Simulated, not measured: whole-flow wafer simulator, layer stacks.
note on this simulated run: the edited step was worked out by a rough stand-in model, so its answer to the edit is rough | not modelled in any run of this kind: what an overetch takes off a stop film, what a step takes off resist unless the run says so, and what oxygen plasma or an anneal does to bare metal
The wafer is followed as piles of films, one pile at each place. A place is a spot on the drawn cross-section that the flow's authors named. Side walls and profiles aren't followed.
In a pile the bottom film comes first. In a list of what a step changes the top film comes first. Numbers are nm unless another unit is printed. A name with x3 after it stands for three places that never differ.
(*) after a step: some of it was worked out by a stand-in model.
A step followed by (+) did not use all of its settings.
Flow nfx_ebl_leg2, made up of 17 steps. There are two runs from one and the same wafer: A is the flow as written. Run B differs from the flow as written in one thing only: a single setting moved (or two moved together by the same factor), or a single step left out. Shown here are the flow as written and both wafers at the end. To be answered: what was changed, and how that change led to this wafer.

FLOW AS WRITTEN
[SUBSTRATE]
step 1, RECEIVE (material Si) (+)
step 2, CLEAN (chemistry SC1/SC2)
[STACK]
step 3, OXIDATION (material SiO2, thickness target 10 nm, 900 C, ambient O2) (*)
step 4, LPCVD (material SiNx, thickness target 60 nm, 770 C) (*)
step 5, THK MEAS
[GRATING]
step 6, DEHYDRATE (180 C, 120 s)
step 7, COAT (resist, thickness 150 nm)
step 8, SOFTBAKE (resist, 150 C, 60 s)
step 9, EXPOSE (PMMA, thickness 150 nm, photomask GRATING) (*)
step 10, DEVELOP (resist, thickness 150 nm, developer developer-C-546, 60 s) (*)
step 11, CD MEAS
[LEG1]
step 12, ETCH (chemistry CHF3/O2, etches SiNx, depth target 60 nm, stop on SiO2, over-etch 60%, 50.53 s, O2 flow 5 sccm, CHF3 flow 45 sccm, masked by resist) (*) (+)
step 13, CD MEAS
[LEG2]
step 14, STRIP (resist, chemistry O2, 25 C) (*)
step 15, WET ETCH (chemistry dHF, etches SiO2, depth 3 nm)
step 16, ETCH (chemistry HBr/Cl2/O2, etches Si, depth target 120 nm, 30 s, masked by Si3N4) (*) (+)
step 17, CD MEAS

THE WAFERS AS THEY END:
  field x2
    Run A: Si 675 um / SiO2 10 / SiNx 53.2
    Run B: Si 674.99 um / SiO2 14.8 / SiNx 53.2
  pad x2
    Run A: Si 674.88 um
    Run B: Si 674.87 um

What caused this: step 3, OXIDATION: thickness target 14.8 nm was run, though the flow has thickness target 10 nm.
The wafer lets one read it off: field x2 has SiO2 14.8, and step 3 as written asks for 10 nm.

Step by step, how the change led to this:
  step 3, OXIDATION (material SiO2, thickness target 10 nm, 900 C, ambient O2) (*)
      field x2, pad x2: A +10 SiO2 (new film), -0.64 chemical SiO2 (all of it), -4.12 Si | B +14.8 SiO2 (new film), -0.64 chemical SiO2 (all of it), -6.23 Si
  step 12, ETCH (chemistry CHF3/O2, etches SiNx, depth target 60 nm, stop on SiO2, over-etch 60%, 50.53 s, O2 flow 5 sccm, CHF3 flow 45 sccm, masked by resist) (*) (+)
      pad x2: A -60 SiNx (all of it), -10 SiO2 (all of it) | B -60 SiNx (all of it), -14.8 SiO2 (all of it)
